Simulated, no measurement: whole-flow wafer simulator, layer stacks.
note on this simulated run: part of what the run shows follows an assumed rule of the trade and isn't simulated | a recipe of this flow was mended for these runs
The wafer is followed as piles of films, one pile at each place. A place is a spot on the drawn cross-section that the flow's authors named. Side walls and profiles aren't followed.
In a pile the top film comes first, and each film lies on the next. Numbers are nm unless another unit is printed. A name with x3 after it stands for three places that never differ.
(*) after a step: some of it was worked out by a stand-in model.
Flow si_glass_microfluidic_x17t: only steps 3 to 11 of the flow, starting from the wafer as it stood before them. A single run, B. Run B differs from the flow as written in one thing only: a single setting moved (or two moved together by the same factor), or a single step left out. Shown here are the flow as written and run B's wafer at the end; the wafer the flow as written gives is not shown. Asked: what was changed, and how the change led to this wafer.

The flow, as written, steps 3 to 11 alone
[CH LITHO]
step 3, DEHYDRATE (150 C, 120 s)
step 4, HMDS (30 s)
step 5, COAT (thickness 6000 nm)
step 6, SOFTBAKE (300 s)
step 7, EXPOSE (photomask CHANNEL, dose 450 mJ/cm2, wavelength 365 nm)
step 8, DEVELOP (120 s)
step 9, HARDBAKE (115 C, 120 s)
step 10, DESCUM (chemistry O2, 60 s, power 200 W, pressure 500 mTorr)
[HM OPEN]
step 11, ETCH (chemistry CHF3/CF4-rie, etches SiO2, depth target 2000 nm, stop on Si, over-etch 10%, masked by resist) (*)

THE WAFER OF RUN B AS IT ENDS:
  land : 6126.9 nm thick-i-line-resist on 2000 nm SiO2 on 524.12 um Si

The reason: step 5, COAT: thickness 6966 nm was run, though the flow has thickness 6000 nm.

Step by step, how the change led to this:
  step 5, COAT (thickness 6000 nm)
      land, tr110 x3: thick-i-line-resist gains 6966 (new film) (as written it would have been: thick-i-line-resist gains 6000 (new film))
  step 8, DEVELOP (120 s)
      tr110 x3: thick-i-line-resist loses 6966 (all of it) (as written it would have been: thick-i-line-resist loses 6000 (all of it))
  step 9, HARDBAKE (115 C, 120 s)
      land: thick-i-line-resist loses 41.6 (as written it would have been: thick-i-line-resist loses 33.5)
